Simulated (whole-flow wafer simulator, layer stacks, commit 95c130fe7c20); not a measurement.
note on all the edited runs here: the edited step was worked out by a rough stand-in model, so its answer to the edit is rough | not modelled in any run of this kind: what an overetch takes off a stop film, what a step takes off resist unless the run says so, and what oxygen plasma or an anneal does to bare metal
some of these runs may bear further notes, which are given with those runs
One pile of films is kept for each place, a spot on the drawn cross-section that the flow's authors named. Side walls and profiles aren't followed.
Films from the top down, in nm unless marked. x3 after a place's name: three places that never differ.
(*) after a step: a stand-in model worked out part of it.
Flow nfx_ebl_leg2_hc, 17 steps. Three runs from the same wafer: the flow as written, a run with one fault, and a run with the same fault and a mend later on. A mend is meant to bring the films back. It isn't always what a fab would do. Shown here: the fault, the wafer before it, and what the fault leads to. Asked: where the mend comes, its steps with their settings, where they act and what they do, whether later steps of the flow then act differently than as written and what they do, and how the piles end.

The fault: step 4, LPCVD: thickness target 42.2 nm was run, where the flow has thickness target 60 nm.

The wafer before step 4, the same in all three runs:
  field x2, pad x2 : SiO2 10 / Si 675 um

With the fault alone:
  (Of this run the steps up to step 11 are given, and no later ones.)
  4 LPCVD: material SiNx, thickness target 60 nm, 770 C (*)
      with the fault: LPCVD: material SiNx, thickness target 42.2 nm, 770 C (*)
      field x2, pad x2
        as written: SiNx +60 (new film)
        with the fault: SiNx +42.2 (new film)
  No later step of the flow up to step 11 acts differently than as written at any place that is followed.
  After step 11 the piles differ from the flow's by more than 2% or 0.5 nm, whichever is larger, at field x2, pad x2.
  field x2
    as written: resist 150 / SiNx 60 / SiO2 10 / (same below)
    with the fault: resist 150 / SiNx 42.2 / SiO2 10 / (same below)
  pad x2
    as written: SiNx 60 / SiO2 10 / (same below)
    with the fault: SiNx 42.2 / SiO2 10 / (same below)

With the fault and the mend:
  The mend comes after step 5.
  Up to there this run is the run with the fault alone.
  5a ETCH: chemistry h3po4, depth target 48.53 nm
      field x2, pad x2
        SiNx -42.2 (all of it)
  5b CLEAN: chemistry SC1/SC2 (the flow's step 2 once more)
      changes no film at any place that is followed
  5c LPCVD: material SiNx, thickness target 60 nm, 770 C (*) (the flow's step 4 once more)
      field x2, pad x2
        SiNx +60 (new film)
  No later step of the flow acts differently than as written at any place that is followed.
  At the end the piles are the same as the flow's at every place that both follow.
